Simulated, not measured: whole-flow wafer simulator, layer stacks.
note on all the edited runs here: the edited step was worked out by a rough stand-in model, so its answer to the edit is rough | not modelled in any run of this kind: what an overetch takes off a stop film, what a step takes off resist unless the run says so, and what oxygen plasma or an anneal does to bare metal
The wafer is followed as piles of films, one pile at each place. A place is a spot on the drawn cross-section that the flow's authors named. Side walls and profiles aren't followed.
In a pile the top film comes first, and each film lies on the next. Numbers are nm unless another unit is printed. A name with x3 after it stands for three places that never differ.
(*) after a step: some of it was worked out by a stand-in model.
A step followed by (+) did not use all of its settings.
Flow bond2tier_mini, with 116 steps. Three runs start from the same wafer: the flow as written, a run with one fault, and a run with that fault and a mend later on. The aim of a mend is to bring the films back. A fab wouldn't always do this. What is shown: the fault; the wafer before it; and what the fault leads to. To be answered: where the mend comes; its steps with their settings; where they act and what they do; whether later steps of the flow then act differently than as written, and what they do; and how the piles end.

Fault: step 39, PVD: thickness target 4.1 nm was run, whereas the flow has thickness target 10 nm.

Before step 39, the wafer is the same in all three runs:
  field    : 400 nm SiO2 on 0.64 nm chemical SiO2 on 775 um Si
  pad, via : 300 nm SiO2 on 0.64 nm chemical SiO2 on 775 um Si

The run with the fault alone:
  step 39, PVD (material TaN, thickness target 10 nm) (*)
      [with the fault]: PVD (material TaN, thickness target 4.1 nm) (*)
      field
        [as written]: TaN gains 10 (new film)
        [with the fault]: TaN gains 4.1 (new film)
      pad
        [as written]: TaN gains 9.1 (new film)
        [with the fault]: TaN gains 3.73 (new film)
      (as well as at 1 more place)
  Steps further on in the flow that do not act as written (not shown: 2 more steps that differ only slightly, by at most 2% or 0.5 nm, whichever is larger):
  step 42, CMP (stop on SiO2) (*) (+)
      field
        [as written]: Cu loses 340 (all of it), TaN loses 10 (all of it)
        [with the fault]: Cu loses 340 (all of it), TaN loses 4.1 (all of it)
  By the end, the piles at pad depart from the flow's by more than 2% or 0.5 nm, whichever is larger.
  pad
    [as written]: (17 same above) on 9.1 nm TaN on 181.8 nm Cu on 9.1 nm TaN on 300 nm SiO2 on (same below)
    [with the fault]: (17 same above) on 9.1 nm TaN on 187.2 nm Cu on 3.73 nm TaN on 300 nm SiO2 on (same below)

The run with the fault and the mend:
  After step 39 comes the mend.
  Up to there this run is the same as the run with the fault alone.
  step 39a, PVD (material TaN, thickness target 5.9 nm) (*) (the flow's step 39, run once more with other settings)
      field
        TaN gains 5.9
      pad
        TaN gains 5.37
      via
        TaN gains 5.88
  None of the later steps of the flow acts differently than as written at any place that is followed.
  By the end, the piles equal the flow's at every place that both follow.
